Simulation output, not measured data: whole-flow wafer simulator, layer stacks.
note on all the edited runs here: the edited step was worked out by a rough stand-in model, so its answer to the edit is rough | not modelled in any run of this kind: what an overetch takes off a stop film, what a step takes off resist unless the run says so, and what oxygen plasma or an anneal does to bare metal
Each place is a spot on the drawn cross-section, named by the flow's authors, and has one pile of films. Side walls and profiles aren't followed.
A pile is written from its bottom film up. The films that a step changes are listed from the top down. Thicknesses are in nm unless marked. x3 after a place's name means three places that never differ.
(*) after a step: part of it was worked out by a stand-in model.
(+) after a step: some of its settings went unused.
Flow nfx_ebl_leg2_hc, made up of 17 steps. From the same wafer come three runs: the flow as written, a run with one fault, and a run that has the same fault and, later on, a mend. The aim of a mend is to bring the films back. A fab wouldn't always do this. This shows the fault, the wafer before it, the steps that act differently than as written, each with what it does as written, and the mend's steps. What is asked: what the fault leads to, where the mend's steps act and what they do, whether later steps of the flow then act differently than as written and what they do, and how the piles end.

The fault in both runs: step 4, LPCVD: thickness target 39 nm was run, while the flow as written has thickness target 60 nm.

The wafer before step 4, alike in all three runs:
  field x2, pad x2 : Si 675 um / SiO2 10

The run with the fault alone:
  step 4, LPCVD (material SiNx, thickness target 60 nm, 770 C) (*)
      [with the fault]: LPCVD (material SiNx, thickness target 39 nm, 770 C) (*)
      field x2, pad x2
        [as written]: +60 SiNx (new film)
        [with the fault]: +39 SiNx (new film)
  Steps further on in the flow that do not act as written:
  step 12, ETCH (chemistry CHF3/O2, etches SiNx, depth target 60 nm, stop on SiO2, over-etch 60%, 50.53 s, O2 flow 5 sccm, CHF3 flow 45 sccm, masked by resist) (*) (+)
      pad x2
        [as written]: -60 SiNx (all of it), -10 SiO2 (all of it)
        [with the fault]: -39 SiNx (all of it), -10 SiO2 (all of it)
  At field x2, the piles at the end differ from the flow's by more than 2% or 0.5 nm, whichever is larger.
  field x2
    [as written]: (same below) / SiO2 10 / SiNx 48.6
    [with the fault]: (same below) / SiO2 10 / SiNx 27.6

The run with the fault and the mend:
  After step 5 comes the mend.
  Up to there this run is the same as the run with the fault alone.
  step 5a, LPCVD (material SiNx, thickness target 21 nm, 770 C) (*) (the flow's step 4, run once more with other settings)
      field x2, pad x2
        +21 SiNx
  Every later step of the flow that is run acts as written at every place that is followed.
  The piles end the same as the flow's at every place that both follow.
